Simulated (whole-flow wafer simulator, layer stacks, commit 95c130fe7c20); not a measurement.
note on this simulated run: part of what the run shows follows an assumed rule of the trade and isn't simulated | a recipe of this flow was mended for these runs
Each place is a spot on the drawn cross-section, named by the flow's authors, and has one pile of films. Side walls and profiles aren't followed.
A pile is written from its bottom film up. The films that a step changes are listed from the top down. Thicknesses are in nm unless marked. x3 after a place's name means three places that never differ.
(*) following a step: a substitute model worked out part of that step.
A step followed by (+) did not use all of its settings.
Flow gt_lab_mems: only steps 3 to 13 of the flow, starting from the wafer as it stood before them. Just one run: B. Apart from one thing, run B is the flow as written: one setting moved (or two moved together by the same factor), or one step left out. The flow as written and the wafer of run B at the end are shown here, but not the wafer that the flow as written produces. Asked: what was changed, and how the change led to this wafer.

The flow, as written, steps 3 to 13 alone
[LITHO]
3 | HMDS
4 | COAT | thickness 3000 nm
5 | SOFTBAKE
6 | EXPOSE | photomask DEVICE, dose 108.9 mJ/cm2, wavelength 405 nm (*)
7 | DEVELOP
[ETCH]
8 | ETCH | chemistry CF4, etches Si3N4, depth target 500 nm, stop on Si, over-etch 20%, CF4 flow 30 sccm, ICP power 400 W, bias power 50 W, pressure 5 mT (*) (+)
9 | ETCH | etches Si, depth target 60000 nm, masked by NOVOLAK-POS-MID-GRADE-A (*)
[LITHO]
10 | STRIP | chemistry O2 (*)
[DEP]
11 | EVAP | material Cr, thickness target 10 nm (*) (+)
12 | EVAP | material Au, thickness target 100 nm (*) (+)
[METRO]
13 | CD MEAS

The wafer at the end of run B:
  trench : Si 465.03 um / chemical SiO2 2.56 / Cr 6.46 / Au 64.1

Cause: step 4, COAT: thickness 2640 nm was run, whereas the flow has thickness 3000 nm; step 8, ETCH: depth target 440 nm was run, where the flow has depth target 500 nm.

How this came from the change, step by step:
  4 | COAT | thickness 3000 nm
      field, trench: +2640 g/i-line-resist (new film) (it would be, as written: +3000 g/i-line-resist (new film))
  7 | DEVELOP
      trench: -2640 g/i-line-resist (all of it) (it would be, as written: -3000 g/i-line-resist (all of it))
  8 | ETCH | chemistry CF4, etches Si3N4, depth target 500 nm, stop on Si, over-etch 20%, CF4 flow 30 sccm, ICP power 400 W, bias power 50 W, pressure 5 mT (*) (+)
      field: -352 g/i-line-resist (it would be, as written: -400 g/i-line-resist)
      trench: -500 Si3N4 (all of it), -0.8 chemical SiO2 (all of it), -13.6 Si (it would be, as written: -500 Si3N4 (all of it), -0.8 chemical SiO2 (all of it), -49.6 Si)
  10 | STRIP | chemistry O2 (*)
      field: -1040 g/i-line-resist (all of it) (it would be, as written: -1352 g/i-line-resist (all of it))
